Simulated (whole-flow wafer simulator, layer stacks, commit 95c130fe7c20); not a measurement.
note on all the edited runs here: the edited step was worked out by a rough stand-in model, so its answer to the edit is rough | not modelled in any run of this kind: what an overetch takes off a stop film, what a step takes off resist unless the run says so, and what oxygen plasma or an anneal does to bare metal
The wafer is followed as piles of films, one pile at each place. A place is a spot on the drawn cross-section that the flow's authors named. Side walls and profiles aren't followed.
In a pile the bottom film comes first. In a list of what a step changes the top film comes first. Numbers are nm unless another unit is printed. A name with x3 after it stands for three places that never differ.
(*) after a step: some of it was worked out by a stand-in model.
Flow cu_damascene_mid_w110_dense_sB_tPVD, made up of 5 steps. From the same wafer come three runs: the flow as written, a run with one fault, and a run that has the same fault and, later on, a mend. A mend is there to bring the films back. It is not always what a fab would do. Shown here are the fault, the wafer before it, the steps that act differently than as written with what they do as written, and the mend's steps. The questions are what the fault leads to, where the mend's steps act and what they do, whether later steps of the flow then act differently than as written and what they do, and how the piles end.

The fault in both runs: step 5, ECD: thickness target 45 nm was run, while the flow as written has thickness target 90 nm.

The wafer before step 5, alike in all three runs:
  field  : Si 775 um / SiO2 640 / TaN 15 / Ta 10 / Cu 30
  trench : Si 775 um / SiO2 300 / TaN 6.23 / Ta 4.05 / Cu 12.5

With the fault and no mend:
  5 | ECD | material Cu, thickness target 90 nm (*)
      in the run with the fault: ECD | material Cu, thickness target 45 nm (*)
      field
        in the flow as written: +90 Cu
        in the run with the fault: +45 Cu
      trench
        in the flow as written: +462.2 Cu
        in the run with the fault: +417.2 Cu
  None of the later steps of the flow acts differently than as written at any place that is followed.
  The piles end different from the flow's at field, trench by more than 2% or 0.5 nm, whichever is larger.
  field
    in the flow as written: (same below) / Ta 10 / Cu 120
    in the run with the fault: (same below) / Ta 10 / Cu 75
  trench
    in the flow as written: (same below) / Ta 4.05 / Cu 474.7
    in the run with the fault: (same below) / Ta 4.05 / Cu 429.7

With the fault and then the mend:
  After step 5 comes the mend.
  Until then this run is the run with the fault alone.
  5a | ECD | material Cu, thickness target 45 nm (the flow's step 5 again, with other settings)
      field, trench
        +45 Cu
  None of the later steps of the flow acts differently than as written at any place that is followed.
  The piles end the same as the flow's at every place that both follow.
